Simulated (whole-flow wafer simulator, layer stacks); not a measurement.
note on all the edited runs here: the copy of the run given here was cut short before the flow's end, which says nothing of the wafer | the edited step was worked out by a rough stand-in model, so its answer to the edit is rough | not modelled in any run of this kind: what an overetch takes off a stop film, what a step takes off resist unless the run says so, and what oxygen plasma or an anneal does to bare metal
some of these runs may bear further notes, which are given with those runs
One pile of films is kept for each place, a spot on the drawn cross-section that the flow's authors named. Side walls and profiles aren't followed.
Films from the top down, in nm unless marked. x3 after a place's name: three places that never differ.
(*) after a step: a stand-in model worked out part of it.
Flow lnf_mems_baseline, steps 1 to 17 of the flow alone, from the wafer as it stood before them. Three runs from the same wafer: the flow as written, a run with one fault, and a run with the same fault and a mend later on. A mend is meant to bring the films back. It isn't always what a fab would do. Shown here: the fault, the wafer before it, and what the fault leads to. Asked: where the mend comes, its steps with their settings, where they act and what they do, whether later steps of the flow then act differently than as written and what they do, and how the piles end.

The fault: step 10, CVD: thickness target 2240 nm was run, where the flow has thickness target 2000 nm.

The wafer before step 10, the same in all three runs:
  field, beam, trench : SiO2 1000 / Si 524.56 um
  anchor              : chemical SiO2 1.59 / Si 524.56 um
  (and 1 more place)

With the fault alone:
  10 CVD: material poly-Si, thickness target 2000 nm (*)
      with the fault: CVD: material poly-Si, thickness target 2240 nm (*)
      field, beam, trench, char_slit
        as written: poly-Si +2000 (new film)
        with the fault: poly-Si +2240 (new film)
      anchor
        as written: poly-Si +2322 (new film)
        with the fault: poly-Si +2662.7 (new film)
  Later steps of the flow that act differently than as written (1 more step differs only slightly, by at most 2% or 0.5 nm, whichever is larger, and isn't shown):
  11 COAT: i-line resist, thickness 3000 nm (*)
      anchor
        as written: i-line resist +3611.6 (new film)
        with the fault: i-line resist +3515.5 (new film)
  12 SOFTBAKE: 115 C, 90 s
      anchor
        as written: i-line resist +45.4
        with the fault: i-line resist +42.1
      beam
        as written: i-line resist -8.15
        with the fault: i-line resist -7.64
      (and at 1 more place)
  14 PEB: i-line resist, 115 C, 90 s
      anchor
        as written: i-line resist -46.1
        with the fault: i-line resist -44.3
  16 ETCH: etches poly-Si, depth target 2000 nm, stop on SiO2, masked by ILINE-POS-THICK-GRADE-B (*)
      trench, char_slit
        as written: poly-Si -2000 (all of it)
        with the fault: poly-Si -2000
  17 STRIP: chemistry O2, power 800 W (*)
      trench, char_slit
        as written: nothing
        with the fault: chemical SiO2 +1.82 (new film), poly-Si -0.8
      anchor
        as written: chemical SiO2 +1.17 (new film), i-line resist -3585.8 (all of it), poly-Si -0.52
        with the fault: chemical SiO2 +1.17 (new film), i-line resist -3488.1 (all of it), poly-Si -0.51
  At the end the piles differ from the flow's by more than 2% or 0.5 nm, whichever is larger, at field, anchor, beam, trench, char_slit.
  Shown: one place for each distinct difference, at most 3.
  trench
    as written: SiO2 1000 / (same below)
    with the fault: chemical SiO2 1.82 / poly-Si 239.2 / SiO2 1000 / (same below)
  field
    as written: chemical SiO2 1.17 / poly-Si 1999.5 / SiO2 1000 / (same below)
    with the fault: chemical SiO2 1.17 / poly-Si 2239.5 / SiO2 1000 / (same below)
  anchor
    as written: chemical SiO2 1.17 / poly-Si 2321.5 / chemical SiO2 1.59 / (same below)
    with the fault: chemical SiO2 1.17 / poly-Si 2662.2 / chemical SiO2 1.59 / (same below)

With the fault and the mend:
  The mend comes after step 10.
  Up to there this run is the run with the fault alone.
  10a ETCH: chemistry tmah, depth target 3009 nm
      field, beam, trench, char_slit
        poly-Si -2240 (all of it)
      anchor
        poly-Si -2662.7 (all of it)
  10b CLEAN: chemistry SC1/SC2 (the flow's step 1 once more)
      changes no film at any place that is followed
  10c CVD: material poly-Si, thickness target 2000 nm (*) (the flow's step 10 once more)
      field, beam, trench, char_slit
        poly-Si +2000 (new film)
      anchor
        poly-Si +2322 (new film)
  No later step of the flow acts differently than as written at any place that is followed.
  At the end the piles are the same as the flow's at every place that both follow.
